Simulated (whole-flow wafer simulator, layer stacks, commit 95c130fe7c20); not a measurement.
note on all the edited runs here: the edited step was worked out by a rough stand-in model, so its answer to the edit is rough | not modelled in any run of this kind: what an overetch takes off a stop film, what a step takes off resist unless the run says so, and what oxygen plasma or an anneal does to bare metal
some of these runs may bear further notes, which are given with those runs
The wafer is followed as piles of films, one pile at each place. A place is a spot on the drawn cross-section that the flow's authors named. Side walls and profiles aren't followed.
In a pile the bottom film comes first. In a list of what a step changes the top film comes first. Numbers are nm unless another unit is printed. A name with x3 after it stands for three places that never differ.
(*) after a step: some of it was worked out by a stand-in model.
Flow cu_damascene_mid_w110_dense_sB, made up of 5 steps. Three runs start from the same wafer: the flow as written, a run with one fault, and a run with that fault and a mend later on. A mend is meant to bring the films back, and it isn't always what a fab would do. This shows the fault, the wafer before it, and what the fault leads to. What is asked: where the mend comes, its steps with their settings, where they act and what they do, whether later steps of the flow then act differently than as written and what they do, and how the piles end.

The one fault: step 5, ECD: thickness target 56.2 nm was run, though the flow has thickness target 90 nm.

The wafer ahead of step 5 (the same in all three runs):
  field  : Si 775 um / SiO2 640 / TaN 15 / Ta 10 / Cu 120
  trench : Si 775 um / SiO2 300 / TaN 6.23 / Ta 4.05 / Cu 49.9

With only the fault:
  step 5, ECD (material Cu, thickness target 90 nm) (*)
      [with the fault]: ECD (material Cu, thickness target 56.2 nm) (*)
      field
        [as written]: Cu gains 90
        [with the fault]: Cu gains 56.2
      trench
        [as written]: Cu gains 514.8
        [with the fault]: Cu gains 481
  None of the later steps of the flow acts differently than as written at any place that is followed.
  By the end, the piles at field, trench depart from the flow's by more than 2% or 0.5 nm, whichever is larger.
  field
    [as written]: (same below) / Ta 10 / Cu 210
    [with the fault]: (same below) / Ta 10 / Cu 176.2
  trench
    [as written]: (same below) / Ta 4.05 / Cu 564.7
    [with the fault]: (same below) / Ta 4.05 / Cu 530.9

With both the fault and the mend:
  After step 5 comes the mend.
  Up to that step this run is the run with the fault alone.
  step 5a, ECD (material Cu, thickness target 33.8 nm) (the flow's step 5 again, with other settings)
      field, trench
        Cu gains 33.8
  None of the later steps of the flow acts differently than as written at any place that is followed.
  At every place that both follow, the piles at the end match the flow's.
